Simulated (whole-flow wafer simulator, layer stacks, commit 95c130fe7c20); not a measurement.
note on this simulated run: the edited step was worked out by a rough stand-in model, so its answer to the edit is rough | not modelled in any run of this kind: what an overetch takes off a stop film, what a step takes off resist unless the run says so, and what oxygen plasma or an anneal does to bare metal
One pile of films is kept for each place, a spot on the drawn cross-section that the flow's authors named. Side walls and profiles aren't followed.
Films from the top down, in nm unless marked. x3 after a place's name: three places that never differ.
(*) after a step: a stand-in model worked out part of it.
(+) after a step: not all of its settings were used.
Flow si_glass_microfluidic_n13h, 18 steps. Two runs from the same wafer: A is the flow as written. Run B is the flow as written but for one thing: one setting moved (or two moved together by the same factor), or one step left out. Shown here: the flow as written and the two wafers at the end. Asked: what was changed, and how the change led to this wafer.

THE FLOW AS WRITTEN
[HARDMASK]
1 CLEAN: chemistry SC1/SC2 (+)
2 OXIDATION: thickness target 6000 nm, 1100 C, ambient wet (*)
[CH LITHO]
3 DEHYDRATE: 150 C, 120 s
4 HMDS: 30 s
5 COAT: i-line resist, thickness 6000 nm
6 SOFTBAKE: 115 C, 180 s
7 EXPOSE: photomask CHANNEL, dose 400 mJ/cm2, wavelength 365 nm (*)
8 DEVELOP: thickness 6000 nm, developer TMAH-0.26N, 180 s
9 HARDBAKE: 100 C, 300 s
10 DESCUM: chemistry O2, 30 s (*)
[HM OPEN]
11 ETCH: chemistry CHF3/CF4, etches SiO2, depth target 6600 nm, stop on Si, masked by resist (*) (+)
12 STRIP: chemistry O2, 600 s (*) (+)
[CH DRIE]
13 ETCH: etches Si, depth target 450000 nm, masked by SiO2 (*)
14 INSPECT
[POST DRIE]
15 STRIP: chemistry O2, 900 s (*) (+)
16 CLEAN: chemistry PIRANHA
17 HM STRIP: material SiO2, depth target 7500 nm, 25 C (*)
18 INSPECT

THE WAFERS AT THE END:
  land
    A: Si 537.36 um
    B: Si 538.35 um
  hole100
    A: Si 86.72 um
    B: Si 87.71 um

The cause: step 2, OXIDATION: thickness target 3750 nm was run, where the flow has thickness target 6000 nm.

How the change led to this, step by step:
  2 OXIDATION: thickness target 6000 nm, 1100 C, ambient wet (*)
      land, hole100: A SiO2 +6000 (new film), chemical SiO2 -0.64 (all of it), Si -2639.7 | B SiO2 +3750 (new film), chemical SiO2 -0.64 (all of it), Si -1649.7
  11 ETCH: chemistry CHF3/CF4, etches SiO2, depth target 6600 nm, stop on Si, masked by resist (*) (+)
      land: A i-line resist -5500 | B i-line resist -4687.5
      hole100: A SiO2 -6000 (all of it) | B SiO2 -3750 (all of it)
  12 STRIP: chemistry O2, 600 s (*) (+)
      land: A i-line resist -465 (all of it) | B i-line resist -1277.5 (all of it)
  17 HM STRIP: material SiO2, depth target 7500 nm, 25 C (*)
      land: A SiO2 -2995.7 (all of it) | B SiO2 -745.7 (all of it)
